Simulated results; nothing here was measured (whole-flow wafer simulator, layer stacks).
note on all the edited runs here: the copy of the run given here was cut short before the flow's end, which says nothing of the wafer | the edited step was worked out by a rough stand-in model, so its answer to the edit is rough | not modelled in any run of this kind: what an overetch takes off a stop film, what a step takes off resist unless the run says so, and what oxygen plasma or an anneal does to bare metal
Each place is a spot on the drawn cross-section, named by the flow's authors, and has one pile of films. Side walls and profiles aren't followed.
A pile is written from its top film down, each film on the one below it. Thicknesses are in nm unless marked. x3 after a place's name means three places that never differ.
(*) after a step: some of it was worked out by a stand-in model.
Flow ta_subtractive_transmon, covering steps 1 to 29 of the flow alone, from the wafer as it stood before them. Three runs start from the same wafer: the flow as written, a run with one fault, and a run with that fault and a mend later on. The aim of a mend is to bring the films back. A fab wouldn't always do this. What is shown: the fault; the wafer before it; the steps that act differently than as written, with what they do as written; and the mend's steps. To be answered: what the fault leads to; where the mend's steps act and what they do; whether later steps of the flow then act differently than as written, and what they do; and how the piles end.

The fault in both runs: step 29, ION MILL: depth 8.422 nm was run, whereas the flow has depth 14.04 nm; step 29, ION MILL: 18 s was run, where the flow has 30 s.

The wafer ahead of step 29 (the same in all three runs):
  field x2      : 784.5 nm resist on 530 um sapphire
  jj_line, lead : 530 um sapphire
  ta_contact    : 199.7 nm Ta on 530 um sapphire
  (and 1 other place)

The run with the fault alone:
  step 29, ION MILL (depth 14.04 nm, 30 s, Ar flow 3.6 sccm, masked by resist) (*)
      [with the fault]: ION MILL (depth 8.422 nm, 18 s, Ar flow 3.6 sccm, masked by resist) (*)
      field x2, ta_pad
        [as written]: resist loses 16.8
        [with the fault]: resist loses 10.1
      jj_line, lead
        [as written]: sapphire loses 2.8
        [with the fault]: sapphire loses 1.68
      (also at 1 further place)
  Later steps of the flow that are run all act as written at every place that is followed.
  When the end is reached, the piles differ only a little from the flow's at the places that both follow, at most by 2% or 0.5 nm, whichever is larger.

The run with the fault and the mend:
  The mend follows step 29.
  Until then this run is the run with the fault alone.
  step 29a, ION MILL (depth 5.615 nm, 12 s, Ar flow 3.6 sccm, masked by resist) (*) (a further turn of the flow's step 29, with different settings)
      field x2, ta_pad
        resist loses 6.71
      jj_line, lead
        sapphire loses 1.12
      ta_contact
        Ta loses 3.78
  Later steps of the flow that are run all act as written at every place that is followed.
  The piles end the same as the flow's at every place that both follow.
